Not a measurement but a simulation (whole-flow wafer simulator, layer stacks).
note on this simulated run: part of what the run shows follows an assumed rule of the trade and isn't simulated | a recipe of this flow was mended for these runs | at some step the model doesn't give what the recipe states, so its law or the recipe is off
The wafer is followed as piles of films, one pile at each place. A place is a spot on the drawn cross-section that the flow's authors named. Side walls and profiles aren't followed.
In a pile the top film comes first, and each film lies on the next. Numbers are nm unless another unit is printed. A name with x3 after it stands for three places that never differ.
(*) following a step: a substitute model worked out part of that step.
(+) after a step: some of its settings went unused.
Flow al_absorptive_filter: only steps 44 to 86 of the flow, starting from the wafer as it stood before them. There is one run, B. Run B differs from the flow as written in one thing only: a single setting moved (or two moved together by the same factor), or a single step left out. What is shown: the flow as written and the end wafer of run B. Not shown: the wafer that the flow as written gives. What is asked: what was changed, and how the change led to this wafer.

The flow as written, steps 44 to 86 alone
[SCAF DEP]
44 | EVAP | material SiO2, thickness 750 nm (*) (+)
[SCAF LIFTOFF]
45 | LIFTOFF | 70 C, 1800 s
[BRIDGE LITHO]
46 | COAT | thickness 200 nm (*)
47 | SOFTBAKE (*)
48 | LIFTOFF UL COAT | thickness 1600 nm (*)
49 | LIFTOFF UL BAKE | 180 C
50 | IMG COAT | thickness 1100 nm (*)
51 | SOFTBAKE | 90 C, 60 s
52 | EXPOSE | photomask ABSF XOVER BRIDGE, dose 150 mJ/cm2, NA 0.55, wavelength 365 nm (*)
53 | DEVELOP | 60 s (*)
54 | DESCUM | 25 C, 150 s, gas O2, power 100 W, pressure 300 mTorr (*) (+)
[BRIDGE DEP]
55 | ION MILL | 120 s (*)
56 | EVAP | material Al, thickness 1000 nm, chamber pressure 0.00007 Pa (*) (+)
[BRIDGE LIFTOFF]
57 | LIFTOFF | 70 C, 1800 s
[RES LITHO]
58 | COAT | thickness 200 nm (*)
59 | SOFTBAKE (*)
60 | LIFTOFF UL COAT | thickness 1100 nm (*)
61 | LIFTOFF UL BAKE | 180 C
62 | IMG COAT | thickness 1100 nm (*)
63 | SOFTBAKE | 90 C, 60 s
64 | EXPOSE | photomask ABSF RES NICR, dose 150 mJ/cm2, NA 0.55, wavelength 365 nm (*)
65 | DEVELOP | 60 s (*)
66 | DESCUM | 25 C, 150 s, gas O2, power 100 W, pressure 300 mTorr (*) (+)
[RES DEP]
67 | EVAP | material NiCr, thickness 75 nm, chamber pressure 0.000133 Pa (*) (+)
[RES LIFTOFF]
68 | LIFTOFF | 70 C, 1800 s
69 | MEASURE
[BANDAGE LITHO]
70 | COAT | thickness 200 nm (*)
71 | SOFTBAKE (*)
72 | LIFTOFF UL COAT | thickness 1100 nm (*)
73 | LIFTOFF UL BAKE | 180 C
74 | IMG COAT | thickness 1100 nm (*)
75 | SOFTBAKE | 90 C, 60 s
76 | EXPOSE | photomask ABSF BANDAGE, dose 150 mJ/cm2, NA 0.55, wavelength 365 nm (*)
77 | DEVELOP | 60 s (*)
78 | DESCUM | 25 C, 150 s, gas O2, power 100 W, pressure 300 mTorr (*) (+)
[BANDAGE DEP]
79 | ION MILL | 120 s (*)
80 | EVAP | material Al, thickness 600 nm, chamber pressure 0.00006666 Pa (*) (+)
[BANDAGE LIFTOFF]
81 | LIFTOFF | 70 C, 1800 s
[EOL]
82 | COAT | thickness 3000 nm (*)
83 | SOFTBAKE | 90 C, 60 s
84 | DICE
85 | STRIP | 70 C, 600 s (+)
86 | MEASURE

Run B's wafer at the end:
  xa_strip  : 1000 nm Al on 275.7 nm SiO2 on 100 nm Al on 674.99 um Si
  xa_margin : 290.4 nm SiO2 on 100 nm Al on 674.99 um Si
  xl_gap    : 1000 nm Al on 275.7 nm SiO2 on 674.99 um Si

What caused this: step 44, EVAP: thickness 300 nm was run, while the flow as written has thickness 750 nm.

Step by step, how the change led to this:
  44 | EVAP | material SiO2, thickness 750 nm (*) (+)
      gnd, pad_far, pad_near and 10 more: +300 SiO2 (new film) (as written it would have been: +750 SiO2 (new film))
      xa_margin: +290.4 SiO2 (new film) (as written it would have been: +726 SiO2 (new film))
  45 | LIFTOFF | 70 C, 1800 s
      gnd, xa_field, xl_land, idc_field: -300 SiO2 (all of it), -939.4 i-line-resist (all of it), -1100 lift-off-underlayer (all of it), -200 acrylic-e-beam-resist (all of it) (as written it would have been: -750 SiO2 (all of it), -939.4 i-line-resist (all of it), -1100 lift-off-underlayer (all of it), -200 acrylic-e-beam-resist (all of it))
      pad_far: -300 SiO2 (all of it), -937 i-line-resist (all of it), -1092.7 lift-off-underlayer (all of it), -198.5 acrylic-e-beam-resist (all of it) (as written it would have been: -750 SiO2 (all of it), -937 i-line-resist (all of it), -1092.7 lift-off-underlayer (all of it), -198.5 acrylic-e-beam-resist (all of it))
      (as well as at 5 more places)
  46 | COAT | thickness 200 nm (*)
      xa_margin: +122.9 acrylic-e-beam-resist (new film) (as written it would have been: +87.1 acrylic-e-beam-resist (new film))
      xa_strip: +181.7 acrylic-e-beam-resist (new film) (as written it would have been: +156.7 acrylic-e-beam-resist (new film))
      (as well as at 3 more places)
  48 | LIFTOFF UL COAT | thickness 1600 nm (*)
      xa_margin: +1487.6 lift-off-underlayer (new film) (as written it would have been: +1268 lift-off-underlayer (new film))
      xa_strip: +1434.6 lift-off-underlayer (new film) (as written it would have been: +1219 lift-off-underlayer (new film))
      (as well as at 3 more places)
  50 | IMG COAT | thickness 1100 nm (*)
      xa_margin: +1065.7 i-line-resist (new film) (as written it would have been: +995.2 i-line-resist (new film))
      xa_strip: +1053.9 i-line-resist (new film) (as written it would have been: +962 i-line-resist (new film))
      (as well as at 2 more places)
  51 | SOFTBAKE | 90 C, 60 s
      xa_margin: -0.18 i-line-resist (as written it would have been: -0.69 i-line-resist)
      xa_strip: -0.65 i-line-resist (as written it would have been: -1.93 i-line-resist)
      (as well as at 2 more places)
  53 | DEVELOP | 60 s (*)
      xa_strip: -1053.2 i-line-resist (all of it), -1434.6 lift-off-underlayer (all of it) (as written it would have been: -960.1 i-line-resist (all of it), -1219 lift-off-underlayer (all of it))
      xl_land: -1105.4 i-line-resist (all of it), -1636 lift-off-underlayer (all of it) (as written it would have been: -1117.3 i-line-resist (all of it), -1706.9 lift-off-underlayer (all of it))
      (as well as at 2 more places)
  54 | DESCUM | 25 C, 150 s, gas O2, power 100 W, pressure 300 mTorr (*) (+)
      gnd, pad_far, pad_near and 7 more: -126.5 i-line-resist (as written it would have been: -131.1 i-line-resist)
      xa_strip: -181.7 acrylic-e-beam-resist (all of it) (as written it would have been: -156.7 acrylic-e-beam-resist (all of it))
      (as well as at 3 more places)
  57 | LIFTOFF | 70 C, 1800 s
      xa_margin: -1000 Al (all of it), -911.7 i-line-resist (all of it), -1487.6 lift-off-underlayer (all of it), -122.9 acrylic-e-beam-resist (all of it) (as written it would have been: -1000 Al (all of it), -836.1 i-line-resist (all of it), -1268 lift-off-underlayer (all of it), -87.1 acrylic-e-beam-resist (all of it))
  58 | COAT | thickness 200 nm (*)
      xa_margin: +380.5 acrylic-e-beam-resist (new film) (as written it would have been: +288.1 acrylic-e-beam-resist (new film))
      xa_strip: +89.5 acrylic-e-beam-resist (new film) (as written it would have been: +66.9 acrylic-e-beam-resist (new film))
      (as well as at 2 more places)
  60 | LIFTOFF UL COAT | thickness 1100 nm (*)
      xa_margin: +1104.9 lift-off-underlayer (new film) (as written it would have been: +1021 lift-off-underlayer (new film))
      xa_strip: +563.6 lift-off-underlayer (new film) (as written it would have been: +459.8 lift-off-underlayer (new film))
      (as well as at 2 more places)
  62 | IMG COAT | thickness 1100 nm (*)
      xa_margin: +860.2 i-line-resist (new film) (as written it would have been: +741.1 i-line-resist (new film))
      xa_strip: +740.8 i-line-resist (new film) (as written it would have been: +577.9 i-line-resist (new film))
      (as well as at 2 more places)
  63 | SOFTBAKE | 90 C, 60 s
      xa_margin: -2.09 i-line-resist (as written it would have been: -3.13 i-line-resist)
      xl_gap: -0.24 i-line-resist (as written it would have been: -1.04 i-line-resist)
      (as well as at 1 more place)
  68 | LIFTOFF | 70 C, 1800 s
      xa_margin: -75 NiCr (all of it), -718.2 i-line-resist (all of it), -1104.9 lift-off-underlayer (all of it), -380.5 acrylic-e-beam-resist (all of it) (as written it would have been: -75 NiCr (all of it), -598.1 i-line-resist (all of it), -1021 lift-off-underlayer (all of it), -288.1 acrylic-e-beam-resist (all of it))
      xa_strip: -75 NiCr (all of it), -596.6 i-line-resist (all of it), -563.6 lift-off-underlayer (all of it), -89.5 acrylic-e-beam-resist (all of it) (as written it would have been: -75 NiCr (all of it), -433.3 i-line-resist (all of it), -459.8 lift-off-underlayer (all of it), -66.9 acrylic-e-beam-resist (all of it))
      (as well as at 2 more places)
  70 | COAT | thickness 200 nm (*)
      xa_margin: +380.5 acrylic-e-beam-resist (new film) (as written it would have been: +288.1 acrylic-e-beam-resist (new film))
      xa_strip: +89.5 acrylic-e-beam-resist (new film) (as written it would have been: +66.9 acrylic-e-beam-resist (new film))
      (as well as at 2 more places)
  72 | LIFTOFF UL COAT | thickness 1100 nm (*)
      xa_margin: +1104.9 lift-off-underlayer (new film) (as written it would have been: +1021 lift-off-underlayer (new film))
      xa_strip: +563.6 lift-off-underlayer (new film) (as written it would have been: +459.8 lift-off-underlayer (new film))
      (as well as at 2 more places)
  ... another 5 steps ...
  85 | STRIP | 70 C, 600 s (+)
      xa_margin: -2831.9 i-line-resist (all of it) (as written it would have been: -2469.3 i-line-resist (all of it))
      xa_strip: -1850.1 i-line-resist (all of it) (as written it would have been: -1477 i-line-resist (all of it))
      (as well as at 2 more places)
